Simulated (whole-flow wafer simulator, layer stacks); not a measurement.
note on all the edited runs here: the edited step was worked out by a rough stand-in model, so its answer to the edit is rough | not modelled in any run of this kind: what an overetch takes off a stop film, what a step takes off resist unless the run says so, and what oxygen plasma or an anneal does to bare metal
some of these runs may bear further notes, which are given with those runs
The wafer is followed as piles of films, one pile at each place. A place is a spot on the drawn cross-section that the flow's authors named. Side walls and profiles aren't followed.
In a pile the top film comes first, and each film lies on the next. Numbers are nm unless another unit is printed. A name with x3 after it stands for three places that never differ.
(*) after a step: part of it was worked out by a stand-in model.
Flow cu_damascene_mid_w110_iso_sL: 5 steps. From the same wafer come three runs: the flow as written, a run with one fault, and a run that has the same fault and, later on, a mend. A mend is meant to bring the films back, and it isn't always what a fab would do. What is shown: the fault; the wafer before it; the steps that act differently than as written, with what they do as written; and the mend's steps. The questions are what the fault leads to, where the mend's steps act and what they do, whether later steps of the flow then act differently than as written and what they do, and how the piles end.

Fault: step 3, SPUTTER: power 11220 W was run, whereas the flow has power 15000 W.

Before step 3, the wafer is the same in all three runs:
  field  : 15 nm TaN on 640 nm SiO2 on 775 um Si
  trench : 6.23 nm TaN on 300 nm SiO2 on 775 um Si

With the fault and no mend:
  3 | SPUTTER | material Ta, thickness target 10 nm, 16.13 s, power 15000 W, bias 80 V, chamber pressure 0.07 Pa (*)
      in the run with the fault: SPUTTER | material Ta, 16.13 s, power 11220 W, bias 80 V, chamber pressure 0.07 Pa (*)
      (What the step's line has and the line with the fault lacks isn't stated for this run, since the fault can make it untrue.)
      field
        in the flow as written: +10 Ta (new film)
        in the run with the fault: +7.48 Ta (new film)
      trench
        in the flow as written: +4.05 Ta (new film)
        in the run with the fault: +2.86 Ta (new film)
  None of the later steps of the flow differs from how it acts as written, at any place that is followed, by more than 2% or 0.5 nm, whichever is larger.
  At field, trench, the piles at the end differ from the flow's by more than 2% or 0.5 nm, whichever is larger.
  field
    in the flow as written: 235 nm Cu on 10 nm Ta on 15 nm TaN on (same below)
    in the run with the fault: 235 nm Cu on 7.48 nm Ta on 15 nm TaN on (same below)
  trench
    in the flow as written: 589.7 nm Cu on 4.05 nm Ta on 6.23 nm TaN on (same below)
    in the run with the fault: 588.4 nm Cu on 2.86 nm Ta on 6.23 nm TaN on (same below)

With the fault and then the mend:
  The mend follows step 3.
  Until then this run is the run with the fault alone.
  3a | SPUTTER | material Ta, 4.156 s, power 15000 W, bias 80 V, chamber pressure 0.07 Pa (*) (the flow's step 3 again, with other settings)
      field
        +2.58 Ta
      trench
        +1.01 Ta
  None of the later steps of the flow differs from how it acts as written, at any place that is followed, by more than 2% or 0.5 nm, whichever is larger.
  When the end is reached, the piles differ only a little from the flow's at the places that both follow, at most by 2% or 0.5 nm, whichever is larger.
